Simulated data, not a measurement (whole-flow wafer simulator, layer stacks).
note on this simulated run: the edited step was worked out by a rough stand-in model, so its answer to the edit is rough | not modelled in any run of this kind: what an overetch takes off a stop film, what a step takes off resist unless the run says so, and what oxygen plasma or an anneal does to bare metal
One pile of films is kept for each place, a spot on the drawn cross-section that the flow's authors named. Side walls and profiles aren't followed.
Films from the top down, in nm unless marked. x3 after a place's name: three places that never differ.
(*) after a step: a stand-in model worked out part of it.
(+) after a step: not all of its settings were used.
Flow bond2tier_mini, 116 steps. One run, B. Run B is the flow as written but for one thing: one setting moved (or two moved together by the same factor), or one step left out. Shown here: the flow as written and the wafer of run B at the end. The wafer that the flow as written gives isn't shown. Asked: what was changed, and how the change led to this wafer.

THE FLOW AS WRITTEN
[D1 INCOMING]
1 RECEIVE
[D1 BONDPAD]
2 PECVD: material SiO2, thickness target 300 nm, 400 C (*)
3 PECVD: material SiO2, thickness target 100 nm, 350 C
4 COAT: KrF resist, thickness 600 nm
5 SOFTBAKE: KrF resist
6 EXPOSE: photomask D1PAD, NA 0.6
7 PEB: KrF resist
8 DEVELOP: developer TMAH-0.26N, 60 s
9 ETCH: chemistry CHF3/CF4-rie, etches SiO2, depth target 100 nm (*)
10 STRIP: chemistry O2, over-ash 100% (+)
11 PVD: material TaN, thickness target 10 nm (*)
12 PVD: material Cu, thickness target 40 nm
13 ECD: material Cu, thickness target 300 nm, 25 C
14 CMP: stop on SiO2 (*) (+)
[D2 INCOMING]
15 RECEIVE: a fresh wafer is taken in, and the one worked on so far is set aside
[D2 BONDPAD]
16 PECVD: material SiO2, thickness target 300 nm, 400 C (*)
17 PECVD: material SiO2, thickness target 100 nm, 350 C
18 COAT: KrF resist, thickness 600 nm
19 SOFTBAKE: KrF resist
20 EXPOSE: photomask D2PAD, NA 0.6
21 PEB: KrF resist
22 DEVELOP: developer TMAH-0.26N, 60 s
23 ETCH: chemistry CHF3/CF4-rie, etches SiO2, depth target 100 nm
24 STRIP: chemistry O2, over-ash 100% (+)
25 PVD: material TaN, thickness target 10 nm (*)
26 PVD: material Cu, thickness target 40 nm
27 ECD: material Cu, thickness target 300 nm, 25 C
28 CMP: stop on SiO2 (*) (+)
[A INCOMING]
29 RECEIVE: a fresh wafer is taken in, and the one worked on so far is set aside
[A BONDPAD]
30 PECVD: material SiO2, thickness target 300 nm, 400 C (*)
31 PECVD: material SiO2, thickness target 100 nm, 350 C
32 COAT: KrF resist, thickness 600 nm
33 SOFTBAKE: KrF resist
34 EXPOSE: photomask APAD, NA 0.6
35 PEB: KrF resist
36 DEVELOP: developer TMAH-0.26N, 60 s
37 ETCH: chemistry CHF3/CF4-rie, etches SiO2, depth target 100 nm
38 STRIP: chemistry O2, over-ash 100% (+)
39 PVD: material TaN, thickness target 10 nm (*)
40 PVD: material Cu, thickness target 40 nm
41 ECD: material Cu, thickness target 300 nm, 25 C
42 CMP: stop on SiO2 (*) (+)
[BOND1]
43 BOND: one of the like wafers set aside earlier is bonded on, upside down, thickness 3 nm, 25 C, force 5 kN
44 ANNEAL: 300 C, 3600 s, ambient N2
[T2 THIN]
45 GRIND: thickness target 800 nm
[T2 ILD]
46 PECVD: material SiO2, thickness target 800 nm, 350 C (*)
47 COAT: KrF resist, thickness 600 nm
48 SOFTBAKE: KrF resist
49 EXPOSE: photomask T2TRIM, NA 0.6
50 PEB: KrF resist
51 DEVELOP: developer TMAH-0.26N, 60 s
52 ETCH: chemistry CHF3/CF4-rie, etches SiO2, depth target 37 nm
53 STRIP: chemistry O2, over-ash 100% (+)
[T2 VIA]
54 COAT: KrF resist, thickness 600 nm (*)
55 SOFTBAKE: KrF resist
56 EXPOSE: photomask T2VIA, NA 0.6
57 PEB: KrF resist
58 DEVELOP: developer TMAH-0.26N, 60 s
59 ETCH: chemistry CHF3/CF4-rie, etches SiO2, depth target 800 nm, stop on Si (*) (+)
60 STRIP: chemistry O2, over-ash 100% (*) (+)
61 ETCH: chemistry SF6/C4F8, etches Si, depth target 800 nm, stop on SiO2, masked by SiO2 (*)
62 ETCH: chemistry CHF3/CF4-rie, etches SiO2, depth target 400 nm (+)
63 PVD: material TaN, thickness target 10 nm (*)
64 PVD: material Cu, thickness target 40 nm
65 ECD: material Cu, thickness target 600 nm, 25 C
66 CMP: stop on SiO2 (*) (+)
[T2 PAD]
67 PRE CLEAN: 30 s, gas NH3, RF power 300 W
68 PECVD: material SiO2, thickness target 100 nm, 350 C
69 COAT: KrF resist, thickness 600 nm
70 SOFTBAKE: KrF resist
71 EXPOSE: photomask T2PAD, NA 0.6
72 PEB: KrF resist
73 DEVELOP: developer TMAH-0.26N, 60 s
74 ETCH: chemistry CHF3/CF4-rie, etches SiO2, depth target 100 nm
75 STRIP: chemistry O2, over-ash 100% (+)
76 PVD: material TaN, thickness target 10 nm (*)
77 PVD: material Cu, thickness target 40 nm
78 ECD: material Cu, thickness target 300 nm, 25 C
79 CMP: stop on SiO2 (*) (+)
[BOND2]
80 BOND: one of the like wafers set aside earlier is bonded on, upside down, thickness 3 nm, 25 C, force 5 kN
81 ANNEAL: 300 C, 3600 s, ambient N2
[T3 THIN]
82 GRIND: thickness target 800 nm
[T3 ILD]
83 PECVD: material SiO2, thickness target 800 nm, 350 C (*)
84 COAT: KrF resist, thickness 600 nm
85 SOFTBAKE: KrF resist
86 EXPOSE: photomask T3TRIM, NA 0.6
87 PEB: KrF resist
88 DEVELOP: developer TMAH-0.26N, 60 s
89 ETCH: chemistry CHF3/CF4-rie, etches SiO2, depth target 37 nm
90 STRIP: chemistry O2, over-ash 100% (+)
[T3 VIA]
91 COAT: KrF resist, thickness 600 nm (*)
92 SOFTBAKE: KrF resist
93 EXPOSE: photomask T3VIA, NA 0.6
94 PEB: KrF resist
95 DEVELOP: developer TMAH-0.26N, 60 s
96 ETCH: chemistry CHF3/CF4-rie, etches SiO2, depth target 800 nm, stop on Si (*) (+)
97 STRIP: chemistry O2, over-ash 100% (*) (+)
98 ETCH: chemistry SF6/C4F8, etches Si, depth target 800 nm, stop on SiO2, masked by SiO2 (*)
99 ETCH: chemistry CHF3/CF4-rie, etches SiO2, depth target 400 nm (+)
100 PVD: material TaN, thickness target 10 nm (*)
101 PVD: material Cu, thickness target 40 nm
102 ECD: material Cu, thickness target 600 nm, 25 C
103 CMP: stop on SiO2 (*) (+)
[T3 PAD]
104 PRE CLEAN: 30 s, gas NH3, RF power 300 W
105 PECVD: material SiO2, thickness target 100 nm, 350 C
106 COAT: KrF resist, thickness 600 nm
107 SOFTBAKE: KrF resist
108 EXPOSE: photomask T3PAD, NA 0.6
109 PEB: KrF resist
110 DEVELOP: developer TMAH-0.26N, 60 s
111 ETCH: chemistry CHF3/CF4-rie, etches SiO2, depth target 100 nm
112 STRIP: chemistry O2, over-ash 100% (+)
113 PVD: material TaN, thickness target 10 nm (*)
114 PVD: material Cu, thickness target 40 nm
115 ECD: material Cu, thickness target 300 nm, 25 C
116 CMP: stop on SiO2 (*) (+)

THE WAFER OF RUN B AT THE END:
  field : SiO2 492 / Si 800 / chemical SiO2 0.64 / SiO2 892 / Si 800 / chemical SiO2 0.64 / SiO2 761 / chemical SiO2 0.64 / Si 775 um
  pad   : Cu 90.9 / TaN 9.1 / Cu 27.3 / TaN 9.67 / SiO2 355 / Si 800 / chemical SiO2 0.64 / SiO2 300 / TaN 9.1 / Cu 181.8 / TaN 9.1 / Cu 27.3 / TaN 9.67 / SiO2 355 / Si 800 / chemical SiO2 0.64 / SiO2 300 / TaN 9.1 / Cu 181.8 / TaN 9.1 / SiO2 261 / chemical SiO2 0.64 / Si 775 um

The cause: step 30, PECVD: thickness target 261 nm was run, where the flow has thickness target 300 nm.
It can be read off the wafer: pad has SiO2 261, and step 30 as written asks for 300 nm.

How the change led to this, step by step:
  30 PECVD: material SiO2, thickness target 300 nm, 400 C (*)
      field, pad, via: SiO2 +261 (new film) (as written it would be: SiO2 +300 (new film))
